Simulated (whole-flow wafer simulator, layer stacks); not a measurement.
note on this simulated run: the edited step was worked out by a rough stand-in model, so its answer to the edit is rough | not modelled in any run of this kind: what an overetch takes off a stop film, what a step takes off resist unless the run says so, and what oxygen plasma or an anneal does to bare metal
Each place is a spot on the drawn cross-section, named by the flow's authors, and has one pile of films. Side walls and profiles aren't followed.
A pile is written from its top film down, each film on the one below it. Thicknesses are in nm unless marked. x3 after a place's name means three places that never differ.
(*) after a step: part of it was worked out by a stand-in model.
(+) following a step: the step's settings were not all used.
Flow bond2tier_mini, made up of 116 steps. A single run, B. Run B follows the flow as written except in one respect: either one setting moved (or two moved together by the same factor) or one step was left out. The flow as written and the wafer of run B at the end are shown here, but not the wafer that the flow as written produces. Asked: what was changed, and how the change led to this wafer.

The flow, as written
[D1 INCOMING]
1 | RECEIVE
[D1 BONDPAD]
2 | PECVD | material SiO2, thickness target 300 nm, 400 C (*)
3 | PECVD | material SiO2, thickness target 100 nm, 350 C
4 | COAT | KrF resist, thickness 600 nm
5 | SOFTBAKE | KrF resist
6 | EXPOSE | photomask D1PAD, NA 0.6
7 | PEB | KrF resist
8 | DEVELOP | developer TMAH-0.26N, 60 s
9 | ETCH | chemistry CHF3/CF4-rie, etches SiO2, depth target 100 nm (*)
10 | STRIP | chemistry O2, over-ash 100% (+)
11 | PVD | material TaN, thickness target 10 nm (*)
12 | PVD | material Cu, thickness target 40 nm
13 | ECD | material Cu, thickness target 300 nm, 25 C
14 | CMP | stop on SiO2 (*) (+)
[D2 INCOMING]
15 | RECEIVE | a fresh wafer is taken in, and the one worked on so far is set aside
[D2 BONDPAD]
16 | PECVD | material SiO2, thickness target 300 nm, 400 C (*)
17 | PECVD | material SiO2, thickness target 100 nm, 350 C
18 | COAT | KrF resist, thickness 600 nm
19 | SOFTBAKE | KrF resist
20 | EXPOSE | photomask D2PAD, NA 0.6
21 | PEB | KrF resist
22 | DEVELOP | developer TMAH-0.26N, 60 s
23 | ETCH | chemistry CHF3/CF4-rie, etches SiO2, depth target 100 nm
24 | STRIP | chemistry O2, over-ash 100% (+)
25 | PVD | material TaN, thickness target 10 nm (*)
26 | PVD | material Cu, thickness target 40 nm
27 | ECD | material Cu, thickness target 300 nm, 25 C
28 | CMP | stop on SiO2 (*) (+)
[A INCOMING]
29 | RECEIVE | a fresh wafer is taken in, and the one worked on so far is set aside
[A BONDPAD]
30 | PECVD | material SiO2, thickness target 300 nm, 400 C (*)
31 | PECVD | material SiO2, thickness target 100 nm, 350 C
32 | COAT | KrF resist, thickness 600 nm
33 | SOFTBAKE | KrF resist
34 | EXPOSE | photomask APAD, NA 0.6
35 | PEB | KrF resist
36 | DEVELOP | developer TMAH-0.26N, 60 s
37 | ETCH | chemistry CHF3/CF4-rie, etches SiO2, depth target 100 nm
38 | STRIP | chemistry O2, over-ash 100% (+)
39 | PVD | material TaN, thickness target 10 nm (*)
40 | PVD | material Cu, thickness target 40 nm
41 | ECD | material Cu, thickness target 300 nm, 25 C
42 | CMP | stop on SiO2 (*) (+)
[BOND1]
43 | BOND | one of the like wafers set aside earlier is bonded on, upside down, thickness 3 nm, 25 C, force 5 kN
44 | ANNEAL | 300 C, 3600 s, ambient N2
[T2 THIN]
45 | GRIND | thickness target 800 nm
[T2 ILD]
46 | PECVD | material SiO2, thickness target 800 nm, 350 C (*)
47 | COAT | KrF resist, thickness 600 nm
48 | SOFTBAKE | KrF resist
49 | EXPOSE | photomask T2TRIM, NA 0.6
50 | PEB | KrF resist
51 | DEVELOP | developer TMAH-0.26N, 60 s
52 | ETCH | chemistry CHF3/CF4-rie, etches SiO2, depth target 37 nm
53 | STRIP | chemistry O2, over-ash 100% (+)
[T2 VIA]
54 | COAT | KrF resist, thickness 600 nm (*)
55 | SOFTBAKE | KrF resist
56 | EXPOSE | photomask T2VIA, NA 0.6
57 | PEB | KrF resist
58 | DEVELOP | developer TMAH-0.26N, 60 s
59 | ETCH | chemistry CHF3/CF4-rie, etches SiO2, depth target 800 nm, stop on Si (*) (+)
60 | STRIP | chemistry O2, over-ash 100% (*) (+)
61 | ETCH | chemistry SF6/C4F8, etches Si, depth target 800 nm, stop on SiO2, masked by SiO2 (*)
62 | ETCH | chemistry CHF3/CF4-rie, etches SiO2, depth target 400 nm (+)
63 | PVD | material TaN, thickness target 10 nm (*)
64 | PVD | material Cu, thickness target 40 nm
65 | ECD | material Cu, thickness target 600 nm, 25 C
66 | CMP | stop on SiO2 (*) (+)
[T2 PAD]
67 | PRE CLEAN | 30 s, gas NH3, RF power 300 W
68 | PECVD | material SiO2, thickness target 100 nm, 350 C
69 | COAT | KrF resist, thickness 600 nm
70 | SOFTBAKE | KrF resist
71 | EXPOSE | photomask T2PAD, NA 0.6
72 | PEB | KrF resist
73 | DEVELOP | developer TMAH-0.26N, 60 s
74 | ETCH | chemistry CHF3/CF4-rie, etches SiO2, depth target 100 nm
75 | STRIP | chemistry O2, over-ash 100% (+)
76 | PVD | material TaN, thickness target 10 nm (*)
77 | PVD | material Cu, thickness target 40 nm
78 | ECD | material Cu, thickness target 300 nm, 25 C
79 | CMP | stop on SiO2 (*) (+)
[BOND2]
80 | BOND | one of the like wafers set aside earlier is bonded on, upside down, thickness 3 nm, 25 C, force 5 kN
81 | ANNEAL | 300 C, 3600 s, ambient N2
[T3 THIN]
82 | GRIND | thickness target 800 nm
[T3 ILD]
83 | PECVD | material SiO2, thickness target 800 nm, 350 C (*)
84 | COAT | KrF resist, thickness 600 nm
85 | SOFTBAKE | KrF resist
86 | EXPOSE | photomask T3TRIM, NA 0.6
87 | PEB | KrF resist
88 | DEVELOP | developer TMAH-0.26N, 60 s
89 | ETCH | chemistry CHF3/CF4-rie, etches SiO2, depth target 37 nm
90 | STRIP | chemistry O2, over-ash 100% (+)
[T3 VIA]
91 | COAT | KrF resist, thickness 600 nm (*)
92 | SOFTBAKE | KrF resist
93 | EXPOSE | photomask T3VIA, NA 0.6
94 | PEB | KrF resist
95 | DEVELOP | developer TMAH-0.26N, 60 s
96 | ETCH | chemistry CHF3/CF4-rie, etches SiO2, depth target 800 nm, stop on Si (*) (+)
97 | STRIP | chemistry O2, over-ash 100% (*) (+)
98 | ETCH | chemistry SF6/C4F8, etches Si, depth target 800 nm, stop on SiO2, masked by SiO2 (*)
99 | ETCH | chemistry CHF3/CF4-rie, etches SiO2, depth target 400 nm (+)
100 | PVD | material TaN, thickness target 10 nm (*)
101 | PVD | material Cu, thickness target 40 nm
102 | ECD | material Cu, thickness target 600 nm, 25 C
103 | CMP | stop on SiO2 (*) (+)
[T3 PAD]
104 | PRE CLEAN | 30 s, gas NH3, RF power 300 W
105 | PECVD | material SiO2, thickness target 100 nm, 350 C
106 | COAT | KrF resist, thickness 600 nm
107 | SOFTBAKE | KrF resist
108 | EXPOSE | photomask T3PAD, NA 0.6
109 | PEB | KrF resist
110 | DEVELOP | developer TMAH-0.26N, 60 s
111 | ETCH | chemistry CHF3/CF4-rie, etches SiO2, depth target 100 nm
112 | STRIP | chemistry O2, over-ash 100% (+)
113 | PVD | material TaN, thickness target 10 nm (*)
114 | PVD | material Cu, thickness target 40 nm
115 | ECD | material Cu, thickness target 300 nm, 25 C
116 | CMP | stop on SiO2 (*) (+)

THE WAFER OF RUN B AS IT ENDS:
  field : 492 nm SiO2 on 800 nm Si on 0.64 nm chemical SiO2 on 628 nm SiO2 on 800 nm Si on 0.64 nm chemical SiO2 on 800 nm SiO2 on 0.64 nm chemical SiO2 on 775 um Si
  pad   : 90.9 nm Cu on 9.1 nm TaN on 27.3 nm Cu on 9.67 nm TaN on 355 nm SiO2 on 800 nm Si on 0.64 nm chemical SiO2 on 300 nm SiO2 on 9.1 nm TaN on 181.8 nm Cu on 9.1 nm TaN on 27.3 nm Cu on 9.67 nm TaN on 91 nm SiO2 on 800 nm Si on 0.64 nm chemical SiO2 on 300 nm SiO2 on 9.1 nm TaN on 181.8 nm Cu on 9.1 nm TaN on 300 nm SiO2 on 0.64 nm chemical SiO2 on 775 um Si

The reason: step 46, PECVD: thickness target 536 nm was run, whereas the flow has thickness target 800 nm.

How this came from the change, step by step:
  46 | PECVD | material SiO2, thickness target 800 nm, 350 C (*)
      field, pad, via: SiO2 gains 536 (new film) (it would be, as written: SiO2 gains 800 (new film))
  59 | ETCH | chemistry CHF3/CF4-rie, etches SiO2, depth target 800 nm, stop on Si (*) (+)
      field, pad: KrF resist loses 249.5 (it would be, as written: KrF resist loses 266.7)
      via: SiO2 loses 499 (all of it) (it would be, as written: SiO2 loses 763 (all of it))
  60 | STRIP | chemistry O2, over-ash 100% (*) (+)
      field: KrF resist loses 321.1 (all of it) (it would be, as written: KrF resist loses 303.9 (all of it))
      pad: KrF resist loses 353.1 (all of it) (it would be, as written: KrF resist loses 336 (all of it))
